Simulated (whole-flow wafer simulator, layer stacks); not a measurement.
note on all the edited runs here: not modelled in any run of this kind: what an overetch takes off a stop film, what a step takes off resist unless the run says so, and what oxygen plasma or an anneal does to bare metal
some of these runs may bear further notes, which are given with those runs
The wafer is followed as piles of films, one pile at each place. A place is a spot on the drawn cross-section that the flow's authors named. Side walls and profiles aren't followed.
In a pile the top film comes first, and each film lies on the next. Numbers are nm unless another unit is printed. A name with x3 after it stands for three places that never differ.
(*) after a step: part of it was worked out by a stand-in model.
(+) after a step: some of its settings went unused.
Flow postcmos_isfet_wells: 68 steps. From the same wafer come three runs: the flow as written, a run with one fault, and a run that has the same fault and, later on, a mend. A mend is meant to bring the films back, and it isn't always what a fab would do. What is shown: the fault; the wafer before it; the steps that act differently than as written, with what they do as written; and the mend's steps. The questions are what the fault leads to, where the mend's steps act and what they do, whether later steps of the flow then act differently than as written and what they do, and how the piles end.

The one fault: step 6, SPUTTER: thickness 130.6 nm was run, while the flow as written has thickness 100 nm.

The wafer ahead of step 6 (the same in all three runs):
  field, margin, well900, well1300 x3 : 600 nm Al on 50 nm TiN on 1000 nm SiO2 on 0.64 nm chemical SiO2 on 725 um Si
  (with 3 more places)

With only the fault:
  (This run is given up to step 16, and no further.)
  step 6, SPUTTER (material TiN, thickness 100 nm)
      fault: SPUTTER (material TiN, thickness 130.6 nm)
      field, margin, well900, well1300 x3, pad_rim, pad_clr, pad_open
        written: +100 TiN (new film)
        fault: +130.6 TiN (new film)
  Later steps of the flow acting differently than as written:
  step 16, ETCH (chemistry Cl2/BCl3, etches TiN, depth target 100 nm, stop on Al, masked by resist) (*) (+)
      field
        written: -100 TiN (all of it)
        fault: -100 TiN
  The piles after step 16 differ from the flow's at field, margin, well900, well1300 x3, pad_rim, pad_clr, pad_open by more than 2% or 0.5 nm, whichever is larger.
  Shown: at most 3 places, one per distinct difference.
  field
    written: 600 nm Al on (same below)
    fault: 30.6 nm TiN on 600 nm Al on (same below)
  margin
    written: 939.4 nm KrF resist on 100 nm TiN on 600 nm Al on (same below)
    fault: 939.4 nm KrF resist on 130.6 nm TiN on 600 nm Al on (same below)

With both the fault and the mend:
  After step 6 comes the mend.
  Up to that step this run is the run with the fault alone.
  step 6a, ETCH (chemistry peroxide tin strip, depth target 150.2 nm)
      field, margin, well900, well1300 x3, pad_rim, pad_clr, pad_open
        -130.6 TiN (all of it)
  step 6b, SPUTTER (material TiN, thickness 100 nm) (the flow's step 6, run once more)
      field, margin, well900, well1300 x3, pad_rim, pad_clr, pad_open
        +100 TiN (new film)
  Every later step of the flow that is run acts as written at every place that is followed.
  The piles end the same as the flow's at every place that both follow.
